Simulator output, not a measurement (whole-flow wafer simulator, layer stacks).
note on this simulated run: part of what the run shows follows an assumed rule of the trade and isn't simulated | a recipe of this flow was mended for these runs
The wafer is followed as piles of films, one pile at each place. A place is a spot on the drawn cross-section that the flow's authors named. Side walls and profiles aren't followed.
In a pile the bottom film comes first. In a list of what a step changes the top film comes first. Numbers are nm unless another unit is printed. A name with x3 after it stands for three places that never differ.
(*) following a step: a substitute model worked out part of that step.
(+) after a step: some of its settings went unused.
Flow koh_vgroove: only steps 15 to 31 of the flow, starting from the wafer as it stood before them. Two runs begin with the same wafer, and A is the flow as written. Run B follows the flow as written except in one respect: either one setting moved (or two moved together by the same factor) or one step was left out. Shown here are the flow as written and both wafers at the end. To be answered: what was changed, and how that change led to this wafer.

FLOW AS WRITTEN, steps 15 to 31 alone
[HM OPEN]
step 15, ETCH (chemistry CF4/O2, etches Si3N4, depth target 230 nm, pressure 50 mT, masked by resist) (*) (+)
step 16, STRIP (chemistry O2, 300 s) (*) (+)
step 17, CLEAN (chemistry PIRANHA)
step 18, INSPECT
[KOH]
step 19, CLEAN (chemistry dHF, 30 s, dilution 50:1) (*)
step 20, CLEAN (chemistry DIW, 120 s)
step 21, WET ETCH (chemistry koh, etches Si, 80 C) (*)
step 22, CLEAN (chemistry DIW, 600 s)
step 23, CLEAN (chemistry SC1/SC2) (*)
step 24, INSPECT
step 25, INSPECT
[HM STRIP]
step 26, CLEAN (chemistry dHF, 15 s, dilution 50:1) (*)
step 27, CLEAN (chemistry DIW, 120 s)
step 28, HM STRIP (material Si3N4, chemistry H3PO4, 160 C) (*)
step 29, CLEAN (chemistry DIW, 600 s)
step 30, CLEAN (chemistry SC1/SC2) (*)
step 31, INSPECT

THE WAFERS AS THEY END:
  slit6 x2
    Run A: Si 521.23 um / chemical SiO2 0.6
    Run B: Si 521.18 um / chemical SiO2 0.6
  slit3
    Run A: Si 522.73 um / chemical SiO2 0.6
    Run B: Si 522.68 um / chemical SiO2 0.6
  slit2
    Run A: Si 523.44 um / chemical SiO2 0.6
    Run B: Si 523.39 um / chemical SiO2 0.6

The reason: step 15, ETCH: depth target 282 nm was run, while the flow as written has depth target 230 nm.

Step by step, how the change led to this:
  step 15, ETCH (chemistry CF4/O2, etches Si3N4, depth target 230 nm, pressure 50 mT, masked by resist) (*) (+)
      slit3, slit2, slit6 x2: A -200 Si3N4 (all of it), -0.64 chemical SiO2 (all of it), -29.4 Si | B -200 Si3N4 (all of it), -0.64 chemical SiO2 (all of it), -81.4 Si
      field: A -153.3 i-line-resist | B -188 i-line-resist
  step 16, STRIP (chemistry O2, 300 s) (*) (+)
      field: A -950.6 i-line-resist (all of it) | B -915.9 i-line-resist (all of it)
